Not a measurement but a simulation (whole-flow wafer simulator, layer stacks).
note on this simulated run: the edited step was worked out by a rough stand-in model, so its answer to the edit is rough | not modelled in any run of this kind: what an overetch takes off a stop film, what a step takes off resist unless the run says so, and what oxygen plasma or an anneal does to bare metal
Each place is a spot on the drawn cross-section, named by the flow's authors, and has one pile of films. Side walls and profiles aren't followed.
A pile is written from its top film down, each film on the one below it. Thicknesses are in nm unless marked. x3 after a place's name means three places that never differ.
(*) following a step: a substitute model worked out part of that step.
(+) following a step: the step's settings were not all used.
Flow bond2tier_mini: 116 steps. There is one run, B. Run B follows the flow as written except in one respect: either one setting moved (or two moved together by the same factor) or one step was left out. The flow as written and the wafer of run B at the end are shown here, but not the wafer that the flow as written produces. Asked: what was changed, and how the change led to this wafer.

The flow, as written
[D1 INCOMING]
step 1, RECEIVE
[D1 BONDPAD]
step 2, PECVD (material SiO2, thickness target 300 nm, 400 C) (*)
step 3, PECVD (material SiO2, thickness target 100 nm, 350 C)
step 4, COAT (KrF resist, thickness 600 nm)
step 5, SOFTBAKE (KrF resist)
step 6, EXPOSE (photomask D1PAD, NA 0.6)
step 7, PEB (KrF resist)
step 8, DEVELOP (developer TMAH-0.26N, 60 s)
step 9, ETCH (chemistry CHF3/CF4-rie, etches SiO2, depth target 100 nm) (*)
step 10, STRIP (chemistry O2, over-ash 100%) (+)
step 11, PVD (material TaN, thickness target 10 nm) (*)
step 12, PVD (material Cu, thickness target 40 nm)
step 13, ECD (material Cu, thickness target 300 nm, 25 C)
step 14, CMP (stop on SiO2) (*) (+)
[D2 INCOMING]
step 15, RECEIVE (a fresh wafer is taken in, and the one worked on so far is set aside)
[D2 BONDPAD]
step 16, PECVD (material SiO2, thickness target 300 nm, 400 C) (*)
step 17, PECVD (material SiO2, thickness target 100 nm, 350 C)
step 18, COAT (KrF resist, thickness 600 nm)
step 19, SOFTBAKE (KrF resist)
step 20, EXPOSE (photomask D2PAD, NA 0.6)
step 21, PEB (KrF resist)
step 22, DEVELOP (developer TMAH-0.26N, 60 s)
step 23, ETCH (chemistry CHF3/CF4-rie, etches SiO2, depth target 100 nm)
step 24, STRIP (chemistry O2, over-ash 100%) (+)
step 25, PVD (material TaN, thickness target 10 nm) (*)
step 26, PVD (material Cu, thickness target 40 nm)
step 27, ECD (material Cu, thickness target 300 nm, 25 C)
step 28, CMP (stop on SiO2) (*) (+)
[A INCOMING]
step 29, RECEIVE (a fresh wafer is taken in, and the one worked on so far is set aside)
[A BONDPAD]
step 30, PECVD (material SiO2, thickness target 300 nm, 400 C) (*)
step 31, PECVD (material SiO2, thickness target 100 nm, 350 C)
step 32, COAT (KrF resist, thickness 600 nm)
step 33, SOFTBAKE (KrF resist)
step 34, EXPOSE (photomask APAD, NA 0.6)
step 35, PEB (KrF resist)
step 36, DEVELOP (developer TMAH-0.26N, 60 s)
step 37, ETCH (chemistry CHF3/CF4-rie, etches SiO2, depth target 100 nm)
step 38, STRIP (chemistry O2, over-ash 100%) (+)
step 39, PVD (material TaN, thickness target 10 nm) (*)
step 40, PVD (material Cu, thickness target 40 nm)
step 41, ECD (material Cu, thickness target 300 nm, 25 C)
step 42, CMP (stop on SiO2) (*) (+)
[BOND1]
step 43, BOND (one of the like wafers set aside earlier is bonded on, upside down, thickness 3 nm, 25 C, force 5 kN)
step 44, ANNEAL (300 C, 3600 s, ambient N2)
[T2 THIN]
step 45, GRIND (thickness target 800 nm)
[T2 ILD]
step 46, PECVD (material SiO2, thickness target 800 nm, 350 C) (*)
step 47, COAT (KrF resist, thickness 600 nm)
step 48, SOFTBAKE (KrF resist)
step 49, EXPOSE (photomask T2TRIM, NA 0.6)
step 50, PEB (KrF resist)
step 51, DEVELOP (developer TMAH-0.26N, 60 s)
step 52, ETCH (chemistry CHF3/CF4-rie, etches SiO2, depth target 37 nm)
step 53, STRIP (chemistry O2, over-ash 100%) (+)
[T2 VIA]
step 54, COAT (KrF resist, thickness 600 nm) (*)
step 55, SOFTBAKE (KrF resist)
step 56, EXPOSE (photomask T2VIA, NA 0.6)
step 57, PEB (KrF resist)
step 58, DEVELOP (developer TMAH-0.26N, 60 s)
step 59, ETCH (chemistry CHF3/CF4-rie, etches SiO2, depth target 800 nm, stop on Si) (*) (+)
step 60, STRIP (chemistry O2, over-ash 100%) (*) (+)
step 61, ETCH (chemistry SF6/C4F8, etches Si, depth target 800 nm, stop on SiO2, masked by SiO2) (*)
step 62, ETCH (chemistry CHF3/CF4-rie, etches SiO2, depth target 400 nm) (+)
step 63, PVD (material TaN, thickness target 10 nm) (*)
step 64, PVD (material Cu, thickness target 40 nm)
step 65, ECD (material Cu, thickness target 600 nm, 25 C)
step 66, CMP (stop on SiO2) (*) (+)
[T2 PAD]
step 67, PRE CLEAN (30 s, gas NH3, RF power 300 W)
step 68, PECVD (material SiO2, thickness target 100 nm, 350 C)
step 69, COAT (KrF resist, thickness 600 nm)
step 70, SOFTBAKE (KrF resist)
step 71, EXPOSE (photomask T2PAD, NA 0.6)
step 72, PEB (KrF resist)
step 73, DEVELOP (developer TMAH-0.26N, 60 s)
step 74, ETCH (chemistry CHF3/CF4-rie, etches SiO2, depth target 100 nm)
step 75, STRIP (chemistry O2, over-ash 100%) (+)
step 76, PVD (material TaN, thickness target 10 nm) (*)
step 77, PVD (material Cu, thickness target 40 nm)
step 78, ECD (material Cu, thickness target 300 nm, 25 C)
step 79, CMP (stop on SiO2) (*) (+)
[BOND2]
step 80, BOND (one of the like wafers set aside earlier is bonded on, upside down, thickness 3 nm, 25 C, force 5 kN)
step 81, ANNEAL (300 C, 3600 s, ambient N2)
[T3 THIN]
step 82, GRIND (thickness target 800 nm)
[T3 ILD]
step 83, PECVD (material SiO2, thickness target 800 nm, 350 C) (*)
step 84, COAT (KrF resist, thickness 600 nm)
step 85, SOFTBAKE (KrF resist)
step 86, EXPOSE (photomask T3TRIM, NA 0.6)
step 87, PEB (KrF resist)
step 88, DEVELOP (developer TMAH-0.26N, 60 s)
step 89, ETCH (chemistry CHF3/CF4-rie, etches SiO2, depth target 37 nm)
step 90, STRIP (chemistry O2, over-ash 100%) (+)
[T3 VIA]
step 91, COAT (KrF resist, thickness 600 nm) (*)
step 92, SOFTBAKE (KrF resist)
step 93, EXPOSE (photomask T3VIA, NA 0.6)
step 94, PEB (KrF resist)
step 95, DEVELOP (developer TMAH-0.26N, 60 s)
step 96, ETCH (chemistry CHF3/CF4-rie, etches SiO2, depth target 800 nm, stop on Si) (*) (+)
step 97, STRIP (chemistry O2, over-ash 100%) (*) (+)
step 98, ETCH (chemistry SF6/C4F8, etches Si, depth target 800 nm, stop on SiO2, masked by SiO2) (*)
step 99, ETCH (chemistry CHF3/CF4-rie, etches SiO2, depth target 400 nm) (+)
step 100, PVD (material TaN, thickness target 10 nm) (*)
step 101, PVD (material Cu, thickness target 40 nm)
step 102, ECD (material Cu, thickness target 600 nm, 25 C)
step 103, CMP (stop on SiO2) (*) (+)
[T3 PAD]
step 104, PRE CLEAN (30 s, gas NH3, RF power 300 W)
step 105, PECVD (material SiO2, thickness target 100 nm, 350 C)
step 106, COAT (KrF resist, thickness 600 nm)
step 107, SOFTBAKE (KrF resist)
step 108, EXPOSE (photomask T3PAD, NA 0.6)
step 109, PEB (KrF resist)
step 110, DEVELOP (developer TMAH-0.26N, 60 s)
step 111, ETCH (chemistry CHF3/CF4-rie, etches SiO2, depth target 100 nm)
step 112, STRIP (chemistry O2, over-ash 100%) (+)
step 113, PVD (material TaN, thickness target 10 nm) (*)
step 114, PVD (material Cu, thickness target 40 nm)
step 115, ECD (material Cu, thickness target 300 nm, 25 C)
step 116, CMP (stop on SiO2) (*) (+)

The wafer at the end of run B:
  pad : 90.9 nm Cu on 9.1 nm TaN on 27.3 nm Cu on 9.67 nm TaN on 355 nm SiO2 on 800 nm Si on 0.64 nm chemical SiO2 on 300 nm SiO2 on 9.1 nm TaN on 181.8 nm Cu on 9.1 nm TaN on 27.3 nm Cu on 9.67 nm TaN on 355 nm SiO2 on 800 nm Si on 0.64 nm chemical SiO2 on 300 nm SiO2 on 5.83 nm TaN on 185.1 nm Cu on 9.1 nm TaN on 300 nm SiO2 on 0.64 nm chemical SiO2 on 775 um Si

The reason: step 11, PVD: thickness target 6.4 nm was run, whereas the flow has thickness target 10 nm.

Step by step, how the change led to this:
  step 11, PVD (material TaN, thickness target 10 nm) (*)
      field: +6.4 TaN (new film) (in the flow as written it would be: +10 TaN (new film))
      pad: +5.83 TaN (new film) (in the flow as written it would be: +9.1 TaN (new film))
      (also at 1 further place)
  step 14, CMP (stop on SiO2) (*) (+)
      field: -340 Cu (all of it), -6.4 TaN (all of it) (in the flow as written it would be: -340 Cu (all of it), -10 TaN (all of it))
  step 43, BOND (one of the like wafers set aside earlier is bonded on, upside down, thickness 3 nm, 25 C, force 5 kN)
      pad: +775 um Si (new film), +0.64 chemical SiO2 (new film), +300 SiO2 (new film), +5.83 TaN (new film), +94.2 Cu (in the flow as written it would be: +775 um Si (new film), +0.64 chemical SiO2 (new film), +300 SiO2 (new film), +9.1 TaN (new film), +90.9 Cu)
      via: +775 um Si (new film), +0.64 chemical SiO2 (new film), +300 SiO2 (new film), +6.38 TaN (new film), +93.6 Cu (in the flow as written it would be: +775 um Si (new film), +0.64 chemical SiO2 (new film), +300 SiO2 (new film), +9.97 TaN (new film), +90 Cu)
